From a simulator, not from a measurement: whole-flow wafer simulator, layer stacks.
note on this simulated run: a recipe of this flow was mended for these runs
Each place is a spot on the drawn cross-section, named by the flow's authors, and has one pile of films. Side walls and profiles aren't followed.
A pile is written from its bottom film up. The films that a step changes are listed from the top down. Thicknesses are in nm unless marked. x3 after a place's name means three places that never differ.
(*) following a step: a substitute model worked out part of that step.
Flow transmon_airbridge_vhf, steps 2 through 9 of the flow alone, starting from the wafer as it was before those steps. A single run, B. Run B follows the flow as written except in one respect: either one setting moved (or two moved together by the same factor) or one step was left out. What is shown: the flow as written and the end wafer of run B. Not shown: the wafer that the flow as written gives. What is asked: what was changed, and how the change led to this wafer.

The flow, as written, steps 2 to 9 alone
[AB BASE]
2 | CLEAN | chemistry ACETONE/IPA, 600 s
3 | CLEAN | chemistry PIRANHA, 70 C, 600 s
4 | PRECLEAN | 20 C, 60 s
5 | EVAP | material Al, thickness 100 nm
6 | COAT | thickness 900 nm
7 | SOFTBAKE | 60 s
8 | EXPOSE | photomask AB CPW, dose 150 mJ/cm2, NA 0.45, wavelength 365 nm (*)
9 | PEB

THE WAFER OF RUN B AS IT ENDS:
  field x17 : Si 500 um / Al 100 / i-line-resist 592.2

What caused this: step 6, COAT: thickness 624 nm was run, whereas the flow has thickness 900 nm.

Step by step, how the change led to this:
  6 | COAT | thickness 900 nm
      field x17: +624 i-line-resist (new film) (it would be, as written: +900 i-line-resist (new film))
  9 | PEB
      field x17: -31.8 i-line-resist (it would be, as written: -46.5 i-line-resist)
